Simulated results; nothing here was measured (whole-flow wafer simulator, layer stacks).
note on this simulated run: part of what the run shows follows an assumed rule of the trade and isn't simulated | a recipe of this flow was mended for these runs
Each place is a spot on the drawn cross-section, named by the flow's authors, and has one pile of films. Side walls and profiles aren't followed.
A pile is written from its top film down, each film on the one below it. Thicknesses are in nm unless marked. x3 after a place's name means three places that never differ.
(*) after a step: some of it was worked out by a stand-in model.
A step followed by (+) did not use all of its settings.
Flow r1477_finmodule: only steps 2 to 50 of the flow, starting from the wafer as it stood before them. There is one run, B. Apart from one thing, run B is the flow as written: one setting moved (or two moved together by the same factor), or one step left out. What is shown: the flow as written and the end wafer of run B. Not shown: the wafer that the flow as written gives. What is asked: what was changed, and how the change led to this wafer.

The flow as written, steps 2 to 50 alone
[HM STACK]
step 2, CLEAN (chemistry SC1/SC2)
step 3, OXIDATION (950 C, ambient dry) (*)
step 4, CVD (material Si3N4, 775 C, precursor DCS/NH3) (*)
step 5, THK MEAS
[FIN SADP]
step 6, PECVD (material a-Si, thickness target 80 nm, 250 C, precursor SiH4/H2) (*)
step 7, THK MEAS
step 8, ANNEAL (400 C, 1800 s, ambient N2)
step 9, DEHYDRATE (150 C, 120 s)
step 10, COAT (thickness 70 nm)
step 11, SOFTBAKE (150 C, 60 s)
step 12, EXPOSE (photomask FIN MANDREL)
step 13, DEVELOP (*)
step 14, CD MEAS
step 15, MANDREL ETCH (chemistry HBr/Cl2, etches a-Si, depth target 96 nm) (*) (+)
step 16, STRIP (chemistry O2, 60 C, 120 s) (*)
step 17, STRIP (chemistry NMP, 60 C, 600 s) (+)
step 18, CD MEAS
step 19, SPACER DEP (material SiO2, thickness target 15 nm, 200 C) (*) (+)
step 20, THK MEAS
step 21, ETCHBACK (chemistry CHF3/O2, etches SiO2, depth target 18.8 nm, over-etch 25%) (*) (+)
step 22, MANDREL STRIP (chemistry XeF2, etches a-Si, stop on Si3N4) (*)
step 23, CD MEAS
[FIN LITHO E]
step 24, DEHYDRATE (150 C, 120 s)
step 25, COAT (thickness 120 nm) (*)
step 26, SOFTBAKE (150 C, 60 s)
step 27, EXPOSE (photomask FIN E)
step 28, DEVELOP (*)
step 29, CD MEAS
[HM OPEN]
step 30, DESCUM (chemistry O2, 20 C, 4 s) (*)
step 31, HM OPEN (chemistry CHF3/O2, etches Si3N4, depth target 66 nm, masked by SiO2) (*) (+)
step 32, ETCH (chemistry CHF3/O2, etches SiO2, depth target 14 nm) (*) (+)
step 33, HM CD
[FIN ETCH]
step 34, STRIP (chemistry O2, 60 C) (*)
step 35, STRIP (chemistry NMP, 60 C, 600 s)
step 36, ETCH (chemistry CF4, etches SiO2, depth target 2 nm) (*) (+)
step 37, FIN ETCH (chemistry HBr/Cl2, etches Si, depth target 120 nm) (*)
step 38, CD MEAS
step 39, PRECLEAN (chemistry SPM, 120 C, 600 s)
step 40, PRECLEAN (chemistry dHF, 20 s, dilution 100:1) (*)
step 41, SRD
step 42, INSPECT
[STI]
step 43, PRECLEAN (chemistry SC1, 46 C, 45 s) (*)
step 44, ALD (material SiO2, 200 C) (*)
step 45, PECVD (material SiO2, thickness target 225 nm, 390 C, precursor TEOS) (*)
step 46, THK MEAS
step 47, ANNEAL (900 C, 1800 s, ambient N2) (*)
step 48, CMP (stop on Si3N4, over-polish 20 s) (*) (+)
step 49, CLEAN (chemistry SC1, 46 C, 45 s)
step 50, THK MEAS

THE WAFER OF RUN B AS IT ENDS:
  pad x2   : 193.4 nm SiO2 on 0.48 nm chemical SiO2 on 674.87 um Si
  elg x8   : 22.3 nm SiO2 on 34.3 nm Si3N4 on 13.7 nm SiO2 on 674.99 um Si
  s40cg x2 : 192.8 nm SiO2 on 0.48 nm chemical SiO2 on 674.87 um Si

Cause: step 3, OXIDATION: 981 C was run, whereas the flow has 950 C.

The path from the change to this, step by step:
  step 3, OXIDATION (950 C, ambient dry) (*)
      pad x2, elg x8, esg x8 and 18 more: +13.7 SiO2 (new film), -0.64 chemical SiO2 (all of it), -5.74 Si (as written it would have been: +10 SiO2 (new film), -0.64 chemical SiO2 (all of it), -4.12 Si)
  step 32, ETCH (chemistry CHF3/O2, etches SiO2, depth target 14 nm) (*) (+)
      pad x2, esg x8, s40sg x2, s45sg x2, s50sg x2: -7.74 SiO2 (all of it), -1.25 Si (as written it would have been: -4.05 SiO2 (all of it), -1.99 Si)
      s40cg x2, s45cg x2, s50cg x2: -10.7 SiO2 (all of it), -0.66 Si (as written it would have been: -7 SiO2 (all of it), -1.4 Si)
  step 48, CMP (stop on Si3N4, over-polish 20 s) (*) (+)
      pad x2: -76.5 SiO2 (as written it would have been: -79.4 SiO2)
